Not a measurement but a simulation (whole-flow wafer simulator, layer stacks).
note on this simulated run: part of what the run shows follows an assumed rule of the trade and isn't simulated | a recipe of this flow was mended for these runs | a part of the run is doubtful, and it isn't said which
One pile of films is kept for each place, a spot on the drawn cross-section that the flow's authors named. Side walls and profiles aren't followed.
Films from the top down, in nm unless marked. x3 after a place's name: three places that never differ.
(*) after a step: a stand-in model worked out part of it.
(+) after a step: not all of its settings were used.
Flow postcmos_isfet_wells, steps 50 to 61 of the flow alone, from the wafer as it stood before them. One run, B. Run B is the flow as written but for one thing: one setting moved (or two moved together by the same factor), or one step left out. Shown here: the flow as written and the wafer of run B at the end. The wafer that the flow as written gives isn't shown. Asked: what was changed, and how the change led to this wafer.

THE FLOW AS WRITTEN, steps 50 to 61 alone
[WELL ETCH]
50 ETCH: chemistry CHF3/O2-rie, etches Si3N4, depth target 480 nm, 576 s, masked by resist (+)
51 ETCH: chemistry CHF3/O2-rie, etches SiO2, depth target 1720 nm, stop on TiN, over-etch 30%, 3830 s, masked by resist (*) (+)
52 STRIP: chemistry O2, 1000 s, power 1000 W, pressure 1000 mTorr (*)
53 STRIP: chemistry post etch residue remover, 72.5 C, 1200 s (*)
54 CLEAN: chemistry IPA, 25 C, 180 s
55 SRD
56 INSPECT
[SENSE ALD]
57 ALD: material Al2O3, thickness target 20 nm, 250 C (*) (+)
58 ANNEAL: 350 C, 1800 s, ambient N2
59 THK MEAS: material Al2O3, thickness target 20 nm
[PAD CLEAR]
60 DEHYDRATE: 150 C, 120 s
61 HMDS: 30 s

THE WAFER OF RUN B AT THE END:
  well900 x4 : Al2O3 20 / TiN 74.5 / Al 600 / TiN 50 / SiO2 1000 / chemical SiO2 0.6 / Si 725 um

The cause: step 50, ETCH: depth target 264 nm was run, where the flow has depth target 480 nm; step 50, ETCH: 317 s was run, where the flow has 576 s.

How the change led to this, step by step:
  50 ETCH: chemistry CHF3/O2-rie, etches Si3N4, depth target 480 nm, 576 s, masked by resist (+)
      well900 x4: Si3N4 -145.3 (as written it would be: Si3N4 -399.6 (all of it), SiO2 -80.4)
      field, margin x2, pad_clr, pad_open: thick-g/i-line-resist -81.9 (as written it would be: thick-g/i-line-resist -148.8)
  51 ETCH: chemistry CHF3/O2-rie, etches SiO2, depth target 1720 nm, stop on TiN, over-etch 30%, 3830 s, masked by resist (*) (+)
      well900 x4: Si3N4 -254.3 (all of it), SiO2 -1800 (all of it), TiN -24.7 (as written it would be: SiO2 -1719.6 (all of it), TiN -20.6)
  52 STRIP: chemistry O2, 1000 s, power 1000 W, pressure 1000 mTorr (*)
      field, margin x2: thick-g/i-line-resist -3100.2 (all of it) (as written it would be: thick-g/i-line-resist -3033.3 (all of it))
      pad_clr: thick-g/i-line-resist -2226.5 (all of it) (as written it would be: thick-g/i-line-resist -2159.6 (all of it))
